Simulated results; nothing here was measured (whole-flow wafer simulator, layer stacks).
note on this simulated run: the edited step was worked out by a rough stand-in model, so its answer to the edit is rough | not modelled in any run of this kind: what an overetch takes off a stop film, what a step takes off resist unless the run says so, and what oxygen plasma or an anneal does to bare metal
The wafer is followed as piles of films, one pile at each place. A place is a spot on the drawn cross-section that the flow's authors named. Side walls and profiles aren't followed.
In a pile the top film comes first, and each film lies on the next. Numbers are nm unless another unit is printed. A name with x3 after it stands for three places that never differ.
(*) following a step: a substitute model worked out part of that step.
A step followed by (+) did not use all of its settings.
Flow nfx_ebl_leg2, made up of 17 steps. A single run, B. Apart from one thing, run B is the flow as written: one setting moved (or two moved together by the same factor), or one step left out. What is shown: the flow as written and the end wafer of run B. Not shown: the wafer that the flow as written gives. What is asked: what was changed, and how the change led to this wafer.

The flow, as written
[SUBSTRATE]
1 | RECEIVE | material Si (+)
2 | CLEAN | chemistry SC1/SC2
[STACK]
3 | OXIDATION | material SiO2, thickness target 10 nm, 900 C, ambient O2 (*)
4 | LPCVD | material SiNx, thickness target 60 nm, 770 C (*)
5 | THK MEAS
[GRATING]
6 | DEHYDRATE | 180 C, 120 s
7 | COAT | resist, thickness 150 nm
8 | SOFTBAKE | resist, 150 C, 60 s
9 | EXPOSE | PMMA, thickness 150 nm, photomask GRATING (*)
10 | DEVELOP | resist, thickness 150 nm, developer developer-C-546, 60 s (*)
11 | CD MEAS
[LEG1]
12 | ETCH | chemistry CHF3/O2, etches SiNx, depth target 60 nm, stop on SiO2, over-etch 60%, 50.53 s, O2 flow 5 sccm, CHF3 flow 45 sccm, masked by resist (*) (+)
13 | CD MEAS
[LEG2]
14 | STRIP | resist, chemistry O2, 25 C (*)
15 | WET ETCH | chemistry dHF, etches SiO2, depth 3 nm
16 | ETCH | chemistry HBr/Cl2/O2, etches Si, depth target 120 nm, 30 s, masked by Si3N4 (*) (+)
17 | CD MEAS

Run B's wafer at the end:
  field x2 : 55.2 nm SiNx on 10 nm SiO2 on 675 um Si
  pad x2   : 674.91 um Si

The reason: step 16, ETCH: depth target 84 nm was run, while the flow as written has depth target 120 nm; step 16, ETCH: 21 s was run, where the flow has 30 s.

Step by step, how the change led to this:
  16 | ETCH | chemistry HBr/Cl2/O2, etches Si, depth target 120 nm, 30 s, masked by Si3N4 (*) (+)
      field x2: SiNx loses 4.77 (in the flow as written it would be: SiNx loses 6.82)
      pad x2: Si loses 84 (in the flow as written it would be: Si loses 120)
